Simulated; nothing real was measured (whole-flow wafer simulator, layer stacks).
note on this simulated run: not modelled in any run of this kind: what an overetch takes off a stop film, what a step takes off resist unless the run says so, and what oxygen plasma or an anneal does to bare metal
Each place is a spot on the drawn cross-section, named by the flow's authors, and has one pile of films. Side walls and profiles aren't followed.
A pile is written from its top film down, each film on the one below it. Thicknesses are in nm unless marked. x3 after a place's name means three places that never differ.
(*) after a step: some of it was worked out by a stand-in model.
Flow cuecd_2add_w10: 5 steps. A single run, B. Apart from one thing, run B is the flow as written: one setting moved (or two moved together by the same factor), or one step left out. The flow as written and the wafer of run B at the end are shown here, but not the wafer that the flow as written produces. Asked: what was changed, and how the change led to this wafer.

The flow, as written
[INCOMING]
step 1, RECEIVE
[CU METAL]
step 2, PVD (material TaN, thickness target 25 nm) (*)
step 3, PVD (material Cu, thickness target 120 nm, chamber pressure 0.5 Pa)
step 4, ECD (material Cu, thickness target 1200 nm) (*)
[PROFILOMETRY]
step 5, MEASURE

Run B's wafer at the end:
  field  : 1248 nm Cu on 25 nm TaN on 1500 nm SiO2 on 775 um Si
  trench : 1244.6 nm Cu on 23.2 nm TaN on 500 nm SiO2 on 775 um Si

What caused this: step 3, PVD: thickness target 48 nm was run, whereas the flow has thickness target 120 nm.

Step by step, how the change led to this:
  step 3, PVD (material Cu, thickness target 120 nm, chamber pressure 0.5 Pa)
      field: Cu gains 48 (new film) (in the flow as written it would be: Cu gains 120 (new film))
      trench: Cu gains 44.6 (new film) (in the flow as written it would be: Cu gains 111.8 (new film))
